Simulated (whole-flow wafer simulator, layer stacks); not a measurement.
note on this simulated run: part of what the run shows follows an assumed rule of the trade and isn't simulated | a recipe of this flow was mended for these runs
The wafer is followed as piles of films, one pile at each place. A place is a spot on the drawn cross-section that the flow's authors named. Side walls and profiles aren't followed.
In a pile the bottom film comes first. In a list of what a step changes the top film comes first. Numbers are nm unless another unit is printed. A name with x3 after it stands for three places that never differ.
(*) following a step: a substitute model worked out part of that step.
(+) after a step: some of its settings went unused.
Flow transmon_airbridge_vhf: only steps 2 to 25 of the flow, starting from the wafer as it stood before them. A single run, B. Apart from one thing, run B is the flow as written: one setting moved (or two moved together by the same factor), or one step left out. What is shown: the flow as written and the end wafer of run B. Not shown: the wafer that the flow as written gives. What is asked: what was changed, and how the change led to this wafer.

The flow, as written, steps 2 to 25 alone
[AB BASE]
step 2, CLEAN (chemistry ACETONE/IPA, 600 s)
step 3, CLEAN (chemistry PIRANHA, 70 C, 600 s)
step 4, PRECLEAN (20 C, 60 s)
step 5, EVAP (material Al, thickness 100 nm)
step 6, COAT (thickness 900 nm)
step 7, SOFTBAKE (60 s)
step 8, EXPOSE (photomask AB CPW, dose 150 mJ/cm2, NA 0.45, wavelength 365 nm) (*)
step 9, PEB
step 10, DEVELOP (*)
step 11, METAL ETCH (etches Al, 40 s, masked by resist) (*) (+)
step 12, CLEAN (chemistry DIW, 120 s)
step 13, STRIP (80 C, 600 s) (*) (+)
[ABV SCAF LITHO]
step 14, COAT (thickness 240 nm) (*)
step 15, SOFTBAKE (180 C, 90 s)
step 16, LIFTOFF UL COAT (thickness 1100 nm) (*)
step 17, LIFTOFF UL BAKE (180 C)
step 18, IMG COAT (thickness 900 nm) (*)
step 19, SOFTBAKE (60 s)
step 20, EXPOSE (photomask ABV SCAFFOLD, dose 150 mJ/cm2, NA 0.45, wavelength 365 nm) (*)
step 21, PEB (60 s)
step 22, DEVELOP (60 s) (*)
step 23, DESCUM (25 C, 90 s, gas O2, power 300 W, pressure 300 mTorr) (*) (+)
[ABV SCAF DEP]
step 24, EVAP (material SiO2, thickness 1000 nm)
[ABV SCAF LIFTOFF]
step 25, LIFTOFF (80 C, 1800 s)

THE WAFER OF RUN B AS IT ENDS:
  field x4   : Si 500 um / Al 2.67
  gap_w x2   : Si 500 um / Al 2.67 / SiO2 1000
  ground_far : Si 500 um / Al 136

The reason: step 5, EVAP: thickness 136 nm was run, while the flow as written has thickness 100 nm.
The wafer lets one read it off: ground_far has Al 136, and step 5 as written asks for 100 nm.

Step by step, how the change led to this:
  step 5, EVAP (material Al, thickness 100 nm)
      field x4, ground_far, pad_w x2, flank_w x2, gap_w x2, cpw_trace, trace_open_s x2, margin_s x3: Al gains 136 (new film) (in the flow as written it would be: Al gains 100 (new film))
  step 11, METAL ETCH (etches Al, 40 s, masked by resist) (*) (+)
      field x4, gap_w x2: Al loses 120 (in the flow as written it would be: Al loses 86.7 (all of it), Si loses 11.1)
With metal films that touch counted as one body, field x4 has 1 body; the flow as written gives 0 bodies.
With metal films that touch counted as one body, gap_w x2 has 1 body; the flow as written gives 0 bodies.
